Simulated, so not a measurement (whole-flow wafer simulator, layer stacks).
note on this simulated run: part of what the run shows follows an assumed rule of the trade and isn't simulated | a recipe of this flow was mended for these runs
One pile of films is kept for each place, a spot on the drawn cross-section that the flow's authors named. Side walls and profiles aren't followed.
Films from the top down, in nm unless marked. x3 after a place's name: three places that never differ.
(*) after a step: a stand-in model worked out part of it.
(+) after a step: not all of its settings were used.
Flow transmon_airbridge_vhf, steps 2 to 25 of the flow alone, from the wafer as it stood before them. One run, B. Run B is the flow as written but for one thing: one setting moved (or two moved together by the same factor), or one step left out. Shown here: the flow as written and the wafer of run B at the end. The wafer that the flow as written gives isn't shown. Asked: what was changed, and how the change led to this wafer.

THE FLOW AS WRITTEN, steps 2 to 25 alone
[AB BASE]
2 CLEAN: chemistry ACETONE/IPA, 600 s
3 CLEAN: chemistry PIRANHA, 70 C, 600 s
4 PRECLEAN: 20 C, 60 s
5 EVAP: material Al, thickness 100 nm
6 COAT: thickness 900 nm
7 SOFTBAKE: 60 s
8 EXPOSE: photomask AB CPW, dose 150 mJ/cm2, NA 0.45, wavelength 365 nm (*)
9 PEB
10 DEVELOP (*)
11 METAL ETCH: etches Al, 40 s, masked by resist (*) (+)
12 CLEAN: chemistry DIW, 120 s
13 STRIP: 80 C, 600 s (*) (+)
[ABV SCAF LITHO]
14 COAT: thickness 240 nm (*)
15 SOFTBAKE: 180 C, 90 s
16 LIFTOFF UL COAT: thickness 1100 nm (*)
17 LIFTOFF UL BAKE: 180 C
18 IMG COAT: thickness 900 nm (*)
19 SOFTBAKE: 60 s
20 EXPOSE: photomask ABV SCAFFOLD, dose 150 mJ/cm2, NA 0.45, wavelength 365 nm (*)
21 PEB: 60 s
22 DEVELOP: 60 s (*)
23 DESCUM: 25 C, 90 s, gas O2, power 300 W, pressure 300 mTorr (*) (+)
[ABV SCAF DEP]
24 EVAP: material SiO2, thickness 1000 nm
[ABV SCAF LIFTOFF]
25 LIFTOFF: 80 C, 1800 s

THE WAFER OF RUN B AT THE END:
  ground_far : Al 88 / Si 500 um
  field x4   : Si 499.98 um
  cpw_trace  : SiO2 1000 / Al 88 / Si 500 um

The cause: step 5, EVAP: thickness 88 nm was run, where the flow has thickness 100 nm.
It can be read off the wafer: ground_far has Al 88, and step 5 as written asks for 100 nm.

How the change led to this, step by step:
  5 EVAP: material Al, thickness 100 nm
      field x4, ground_far, pad_w x2, flank_w x2, gap_w x2, cpw_trace, trace_open_s x2, margin_s x3: Al +88 (new film) (as written it would be: Al +100 (new film))
  11 METAL ETCH: etches Al, 40 s, masked by resist (*) (+)
      field x4, gap_w x2: Al -74.7 (all of it), Si -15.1 (as written it would be: Al -86.7 (all of it), Si -11.1)
